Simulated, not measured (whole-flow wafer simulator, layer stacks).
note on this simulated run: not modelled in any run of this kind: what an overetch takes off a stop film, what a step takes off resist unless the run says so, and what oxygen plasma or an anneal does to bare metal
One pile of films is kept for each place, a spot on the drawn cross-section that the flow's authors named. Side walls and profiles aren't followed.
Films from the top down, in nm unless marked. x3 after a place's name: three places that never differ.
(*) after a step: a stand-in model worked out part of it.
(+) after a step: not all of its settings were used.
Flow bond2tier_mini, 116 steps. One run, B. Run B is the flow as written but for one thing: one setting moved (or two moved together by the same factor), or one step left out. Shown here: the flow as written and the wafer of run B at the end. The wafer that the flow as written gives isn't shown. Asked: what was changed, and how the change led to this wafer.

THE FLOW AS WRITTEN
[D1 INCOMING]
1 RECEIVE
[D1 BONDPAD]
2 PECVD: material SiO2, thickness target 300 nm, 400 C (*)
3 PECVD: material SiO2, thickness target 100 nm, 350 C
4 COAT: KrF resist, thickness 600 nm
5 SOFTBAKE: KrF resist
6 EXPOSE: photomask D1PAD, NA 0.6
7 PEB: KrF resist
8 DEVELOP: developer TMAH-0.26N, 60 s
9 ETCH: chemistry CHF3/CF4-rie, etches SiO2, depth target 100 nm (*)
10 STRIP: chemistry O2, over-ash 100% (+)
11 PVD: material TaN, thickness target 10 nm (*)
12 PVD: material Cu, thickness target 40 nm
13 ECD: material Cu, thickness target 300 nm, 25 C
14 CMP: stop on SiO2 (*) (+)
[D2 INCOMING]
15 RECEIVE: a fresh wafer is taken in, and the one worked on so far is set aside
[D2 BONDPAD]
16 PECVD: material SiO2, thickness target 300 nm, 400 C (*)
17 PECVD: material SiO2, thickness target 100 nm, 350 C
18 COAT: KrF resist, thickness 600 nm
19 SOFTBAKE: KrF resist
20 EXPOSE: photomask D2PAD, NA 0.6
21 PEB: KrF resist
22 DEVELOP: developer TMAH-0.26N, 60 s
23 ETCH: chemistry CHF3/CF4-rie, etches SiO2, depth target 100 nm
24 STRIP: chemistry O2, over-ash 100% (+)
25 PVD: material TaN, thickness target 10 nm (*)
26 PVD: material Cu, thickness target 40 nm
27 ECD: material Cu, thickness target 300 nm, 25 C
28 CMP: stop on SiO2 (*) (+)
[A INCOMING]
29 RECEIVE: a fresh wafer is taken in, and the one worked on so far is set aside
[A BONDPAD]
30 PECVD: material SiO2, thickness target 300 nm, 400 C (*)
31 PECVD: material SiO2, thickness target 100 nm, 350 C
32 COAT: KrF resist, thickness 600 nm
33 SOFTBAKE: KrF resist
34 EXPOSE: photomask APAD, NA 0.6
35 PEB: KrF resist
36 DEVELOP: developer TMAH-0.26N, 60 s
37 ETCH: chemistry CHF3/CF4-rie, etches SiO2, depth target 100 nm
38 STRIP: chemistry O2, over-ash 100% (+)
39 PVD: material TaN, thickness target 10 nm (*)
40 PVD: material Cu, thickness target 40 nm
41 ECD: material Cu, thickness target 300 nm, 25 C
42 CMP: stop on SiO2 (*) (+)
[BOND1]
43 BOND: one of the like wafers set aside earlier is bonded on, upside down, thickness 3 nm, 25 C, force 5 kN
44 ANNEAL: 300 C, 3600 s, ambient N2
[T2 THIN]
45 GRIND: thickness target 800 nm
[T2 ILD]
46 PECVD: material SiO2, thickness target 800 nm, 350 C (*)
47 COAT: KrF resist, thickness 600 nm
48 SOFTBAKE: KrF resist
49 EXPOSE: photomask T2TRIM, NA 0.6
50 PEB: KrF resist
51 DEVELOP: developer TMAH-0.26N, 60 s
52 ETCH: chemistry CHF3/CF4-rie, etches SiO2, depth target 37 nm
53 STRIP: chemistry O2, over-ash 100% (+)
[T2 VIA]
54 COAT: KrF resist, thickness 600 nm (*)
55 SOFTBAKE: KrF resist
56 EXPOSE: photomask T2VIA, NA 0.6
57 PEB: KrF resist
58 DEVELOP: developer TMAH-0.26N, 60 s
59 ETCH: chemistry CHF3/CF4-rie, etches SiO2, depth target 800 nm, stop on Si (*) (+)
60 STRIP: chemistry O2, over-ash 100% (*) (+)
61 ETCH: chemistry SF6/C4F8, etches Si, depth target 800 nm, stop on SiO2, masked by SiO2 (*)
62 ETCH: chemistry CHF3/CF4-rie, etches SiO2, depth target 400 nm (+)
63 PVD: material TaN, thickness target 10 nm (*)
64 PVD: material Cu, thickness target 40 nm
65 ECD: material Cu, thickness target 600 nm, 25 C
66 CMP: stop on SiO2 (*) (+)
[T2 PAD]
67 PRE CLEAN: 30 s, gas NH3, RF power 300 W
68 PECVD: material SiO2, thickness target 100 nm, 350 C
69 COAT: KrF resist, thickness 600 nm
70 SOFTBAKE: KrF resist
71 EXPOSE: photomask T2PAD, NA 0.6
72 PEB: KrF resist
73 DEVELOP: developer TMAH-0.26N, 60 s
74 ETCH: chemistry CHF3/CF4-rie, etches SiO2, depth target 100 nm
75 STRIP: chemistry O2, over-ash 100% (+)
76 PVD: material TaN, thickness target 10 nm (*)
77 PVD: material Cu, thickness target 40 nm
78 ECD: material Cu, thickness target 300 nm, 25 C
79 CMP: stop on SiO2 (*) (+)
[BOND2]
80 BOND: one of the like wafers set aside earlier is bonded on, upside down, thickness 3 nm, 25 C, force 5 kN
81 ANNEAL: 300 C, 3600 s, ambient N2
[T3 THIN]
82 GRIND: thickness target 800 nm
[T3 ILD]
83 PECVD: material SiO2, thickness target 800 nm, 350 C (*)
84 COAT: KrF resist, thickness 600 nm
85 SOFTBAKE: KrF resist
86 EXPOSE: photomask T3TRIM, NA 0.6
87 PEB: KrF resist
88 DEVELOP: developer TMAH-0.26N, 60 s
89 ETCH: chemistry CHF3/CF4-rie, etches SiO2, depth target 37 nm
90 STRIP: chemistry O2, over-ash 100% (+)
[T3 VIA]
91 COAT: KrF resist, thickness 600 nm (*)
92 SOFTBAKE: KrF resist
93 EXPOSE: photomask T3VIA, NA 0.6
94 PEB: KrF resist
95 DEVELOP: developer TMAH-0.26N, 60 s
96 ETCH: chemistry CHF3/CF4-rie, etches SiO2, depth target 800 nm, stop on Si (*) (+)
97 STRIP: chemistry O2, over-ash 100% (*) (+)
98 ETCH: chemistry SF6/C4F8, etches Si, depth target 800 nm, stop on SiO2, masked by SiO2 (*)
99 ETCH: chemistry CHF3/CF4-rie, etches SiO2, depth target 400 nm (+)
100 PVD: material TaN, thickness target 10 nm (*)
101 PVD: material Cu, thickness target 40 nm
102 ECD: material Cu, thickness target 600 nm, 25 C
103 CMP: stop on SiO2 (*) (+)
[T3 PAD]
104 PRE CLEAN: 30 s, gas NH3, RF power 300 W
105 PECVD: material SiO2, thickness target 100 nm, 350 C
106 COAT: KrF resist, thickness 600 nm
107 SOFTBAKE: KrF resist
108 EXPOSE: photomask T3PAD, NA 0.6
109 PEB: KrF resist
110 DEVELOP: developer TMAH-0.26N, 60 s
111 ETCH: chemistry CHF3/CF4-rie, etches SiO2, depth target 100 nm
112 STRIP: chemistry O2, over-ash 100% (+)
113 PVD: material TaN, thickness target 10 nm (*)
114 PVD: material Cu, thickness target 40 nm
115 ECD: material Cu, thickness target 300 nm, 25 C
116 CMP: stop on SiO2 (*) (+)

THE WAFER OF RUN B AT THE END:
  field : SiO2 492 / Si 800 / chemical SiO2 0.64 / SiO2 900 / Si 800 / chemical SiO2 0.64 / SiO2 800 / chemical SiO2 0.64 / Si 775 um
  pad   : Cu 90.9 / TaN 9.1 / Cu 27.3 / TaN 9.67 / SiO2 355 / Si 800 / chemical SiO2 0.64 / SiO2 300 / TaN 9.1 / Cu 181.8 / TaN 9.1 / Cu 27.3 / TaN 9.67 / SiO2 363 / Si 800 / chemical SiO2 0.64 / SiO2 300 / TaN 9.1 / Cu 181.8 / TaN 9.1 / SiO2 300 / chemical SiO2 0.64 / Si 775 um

The cause: step 61, ETCH: chemistry SF6/C4F8, etches Si, depth target 800 nm, stop on SiO2, masked by SiO2 (*), was left out.

How the change led to this, step by step:
  (no step that both runs have acts differently)
